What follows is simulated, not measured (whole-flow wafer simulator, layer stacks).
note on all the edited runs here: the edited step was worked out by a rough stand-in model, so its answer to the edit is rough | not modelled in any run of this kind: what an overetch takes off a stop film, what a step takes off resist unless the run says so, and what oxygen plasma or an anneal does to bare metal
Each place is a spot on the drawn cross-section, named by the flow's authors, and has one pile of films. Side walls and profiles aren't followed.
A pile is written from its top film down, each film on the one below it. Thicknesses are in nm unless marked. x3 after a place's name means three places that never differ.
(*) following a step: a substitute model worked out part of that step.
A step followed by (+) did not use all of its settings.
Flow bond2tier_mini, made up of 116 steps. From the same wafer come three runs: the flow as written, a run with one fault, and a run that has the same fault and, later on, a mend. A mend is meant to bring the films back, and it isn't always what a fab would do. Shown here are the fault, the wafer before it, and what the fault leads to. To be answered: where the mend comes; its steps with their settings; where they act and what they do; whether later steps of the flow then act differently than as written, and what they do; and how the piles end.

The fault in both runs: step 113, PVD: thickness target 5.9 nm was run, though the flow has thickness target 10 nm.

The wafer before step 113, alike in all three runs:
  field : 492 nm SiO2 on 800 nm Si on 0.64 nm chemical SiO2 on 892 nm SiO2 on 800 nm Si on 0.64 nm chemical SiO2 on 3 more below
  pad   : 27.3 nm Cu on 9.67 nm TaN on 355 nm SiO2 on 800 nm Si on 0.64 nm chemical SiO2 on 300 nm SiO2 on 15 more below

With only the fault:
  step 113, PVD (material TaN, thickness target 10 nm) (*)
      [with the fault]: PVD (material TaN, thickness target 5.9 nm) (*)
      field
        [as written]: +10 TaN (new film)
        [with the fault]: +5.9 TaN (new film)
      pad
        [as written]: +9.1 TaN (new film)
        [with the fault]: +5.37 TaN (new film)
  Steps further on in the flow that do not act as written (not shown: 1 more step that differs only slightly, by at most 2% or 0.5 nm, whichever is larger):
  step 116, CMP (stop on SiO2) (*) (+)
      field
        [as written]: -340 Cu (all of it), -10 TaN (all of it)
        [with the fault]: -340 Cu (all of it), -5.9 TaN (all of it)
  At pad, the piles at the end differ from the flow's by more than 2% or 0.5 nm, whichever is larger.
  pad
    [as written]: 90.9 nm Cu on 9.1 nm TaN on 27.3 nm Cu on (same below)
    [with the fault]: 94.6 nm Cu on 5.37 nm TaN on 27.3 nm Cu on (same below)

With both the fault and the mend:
  After step 113 comes the mend.
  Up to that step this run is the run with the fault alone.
  step 113a, PVD (material TaN, thickness target 4.1 nm) (*) (the flow's step 113, run once more with other settings)
      field
        +4.1 TaN
      pad
        +3.73 TaN
  Later steps of the flow that are run all act as written at every place that is followed.
  The piles end the same as the flow's at every place that both follow.
